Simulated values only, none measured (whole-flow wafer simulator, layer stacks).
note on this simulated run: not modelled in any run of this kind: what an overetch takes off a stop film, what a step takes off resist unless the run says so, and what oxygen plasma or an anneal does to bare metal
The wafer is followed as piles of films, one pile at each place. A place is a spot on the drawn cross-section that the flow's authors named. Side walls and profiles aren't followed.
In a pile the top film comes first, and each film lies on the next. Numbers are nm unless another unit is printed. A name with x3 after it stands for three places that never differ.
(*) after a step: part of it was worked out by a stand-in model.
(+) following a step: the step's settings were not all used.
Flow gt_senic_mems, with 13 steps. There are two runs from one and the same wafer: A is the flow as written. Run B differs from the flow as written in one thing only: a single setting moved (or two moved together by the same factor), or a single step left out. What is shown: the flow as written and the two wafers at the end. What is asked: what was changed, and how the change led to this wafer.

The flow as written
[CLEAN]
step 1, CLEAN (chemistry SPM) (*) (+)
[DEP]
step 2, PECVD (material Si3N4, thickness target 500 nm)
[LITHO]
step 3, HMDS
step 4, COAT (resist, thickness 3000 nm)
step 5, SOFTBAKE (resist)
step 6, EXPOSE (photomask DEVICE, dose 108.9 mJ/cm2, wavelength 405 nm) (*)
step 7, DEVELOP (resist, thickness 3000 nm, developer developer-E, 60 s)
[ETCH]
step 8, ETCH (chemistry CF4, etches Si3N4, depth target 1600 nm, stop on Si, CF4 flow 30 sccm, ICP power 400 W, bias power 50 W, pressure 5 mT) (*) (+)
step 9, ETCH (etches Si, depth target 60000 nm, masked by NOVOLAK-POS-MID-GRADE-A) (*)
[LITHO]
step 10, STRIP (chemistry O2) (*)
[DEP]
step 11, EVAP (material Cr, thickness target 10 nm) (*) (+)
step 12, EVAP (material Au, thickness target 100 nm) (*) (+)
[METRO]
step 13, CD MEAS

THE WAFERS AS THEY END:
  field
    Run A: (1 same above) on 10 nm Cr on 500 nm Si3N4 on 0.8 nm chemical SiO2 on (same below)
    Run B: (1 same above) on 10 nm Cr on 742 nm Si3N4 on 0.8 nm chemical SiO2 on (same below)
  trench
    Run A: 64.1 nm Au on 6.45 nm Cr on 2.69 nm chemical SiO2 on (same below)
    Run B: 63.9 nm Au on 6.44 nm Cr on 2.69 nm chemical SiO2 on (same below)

What caused this: step 2, PECVD: thickness target 742 nm was run, though the flow has thickness target 500 nm.
One can read it off the wafer: field has Si3N4 742, and step 2 as written asks for 500 nm.

Step by step, how the change led to this:
  step 2, PECVD (material Si3N4, thickness target 500 nm)
      field, trench: A +500 Si3N4 (new film) | B +742 Si3N4 (new film)
  step 8, ETCH (chemistry CF4, etches Si3N4, depth target 1600 nm, stop on Si, CF4 flow 30 sccm, ICP power 400 W, bias power 50 W, pressure 5 mT) (*) (+)
      field: A -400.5 resist | B -561.9 resist
      trench: A -500 Si3N4 (all of it), -0.8 chemical SiO2 (all of it) | B -742 Si3N4 (all of it), -0.8 chemical SiO2 (all of it)
  step 10, STRIP (chemistry O2) (*)
      field: A -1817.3 resist (all of it) | B -1656 resist (all of it)
